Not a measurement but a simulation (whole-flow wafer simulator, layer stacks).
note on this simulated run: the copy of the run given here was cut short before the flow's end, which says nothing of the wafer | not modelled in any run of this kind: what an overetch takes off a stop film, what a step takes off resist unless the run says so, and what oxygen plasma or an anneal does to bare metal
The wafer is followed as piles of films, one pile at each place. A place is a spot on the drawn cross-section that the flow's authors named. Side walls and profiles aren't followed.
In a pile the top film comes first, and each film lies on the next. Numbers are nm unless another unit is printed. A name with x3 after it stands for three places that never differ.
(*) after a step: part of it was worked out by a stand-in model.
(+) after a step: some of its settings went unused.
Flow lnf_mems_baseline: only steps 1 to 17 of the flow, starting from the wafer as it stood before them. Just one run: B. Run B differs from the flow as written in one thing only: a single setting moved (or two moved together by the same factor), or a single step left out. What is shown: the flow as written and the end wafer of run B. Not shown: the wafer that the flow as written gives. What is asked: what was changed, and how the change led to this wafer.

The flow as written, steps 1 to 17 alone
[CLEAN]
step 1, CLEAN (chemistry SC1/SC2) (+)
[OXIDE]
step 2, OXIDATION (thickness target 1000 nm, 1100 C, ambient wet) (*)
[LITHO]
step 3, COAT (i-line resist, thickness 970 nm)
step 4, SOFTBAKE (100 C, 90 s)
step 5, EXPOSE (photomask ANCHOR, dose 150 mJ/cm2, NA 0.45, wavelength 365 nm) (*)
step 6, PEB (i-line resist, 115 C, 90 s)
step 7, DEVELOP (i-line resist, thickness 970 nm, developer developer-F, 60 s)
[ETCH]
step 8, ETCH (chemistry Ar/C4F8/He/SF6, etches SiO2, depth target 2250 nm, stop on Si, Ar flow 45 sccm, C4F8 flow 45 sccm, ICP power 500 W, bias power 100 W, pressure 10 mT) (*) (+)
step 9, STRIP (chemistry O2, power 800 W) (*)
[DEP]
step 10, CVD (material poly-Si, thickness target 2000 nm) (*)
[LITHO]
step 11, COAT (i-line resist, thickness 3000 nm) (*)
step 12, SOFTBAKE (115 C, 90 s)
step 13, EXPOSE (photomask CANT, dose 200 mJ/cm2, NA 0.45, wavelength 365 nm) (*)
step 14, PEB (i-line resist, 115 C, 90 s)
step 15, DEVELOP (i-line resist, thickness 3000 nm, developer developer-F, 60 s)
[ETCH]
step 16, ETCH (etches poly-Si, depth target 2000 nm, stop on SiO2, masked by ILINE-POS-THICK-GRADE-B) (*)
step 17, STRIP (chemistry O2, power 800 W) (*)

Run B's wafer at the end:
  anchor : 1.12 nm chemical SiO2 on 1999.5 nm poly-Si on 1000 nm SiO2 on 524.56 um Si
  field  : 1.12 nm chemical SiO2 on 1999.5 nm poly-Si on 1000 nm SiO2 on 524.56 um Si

What caused this: step 8, ETCH: chemistry Ar/C4F8/He/SF6, etches SiO2, depth target 2250 nm, stop on Si, Ar flow 45 sccm, C4F8 flow 45 sccm, ICP power 500 W, bias power 100 W, pressure 10 mT (*) (+), was skipped.

How this came from the change, step by step:
  step 9, STRIP (chemistry O2, power 800 W) (*)
      anchor: nothing (it would be, as written: chemical SiO2 gains 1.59 (new film), Si loses 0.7)
      field, beam, trench, char_slit: i-line resist loses 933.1 (all of it) (it would be, as written: i-line resist loses 371.6 (all of it))
  step 10, CVD (material poly-Si, thickness target 2000 nm) (*)
      anchor: poly-Si gains 2000 (new film) (it would be, as written: poly-Si gains 2322 (new film))
  step 11, COAT (i-line resist, thickness 3000 nm) (*)
      anchor: i-line resist gains 3000 (new film) (it would be, as written: i-line resist gains 3611.6 (new film))
  step 12, SOFTBAKE (115 C, 90 s)
      field: nothing (it would be, as written: i-line resist loses 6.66)
      anchor: nothing (it would be, as written: i-line resist gains 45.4)
      (as well as at 2 more places)
  step 14, PEB (i-line resist, 115 C, 90 s)
      anchor: i-line resist loses 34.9 (it would be, as written: i-line resist loses 46.1)
  step 17, STRIP (chemistry O2, power 800 W) (*)
      anchor: chemical SiO2 gains 1.12 (new film), i-line resist loses 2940 (all of it), poly-Si loses 0.49 (it would be, as written: chemical SiO2 gains 1.17 (new film), i-line resist loses 3585.8 (all of it), poly-Si loses 0.52)
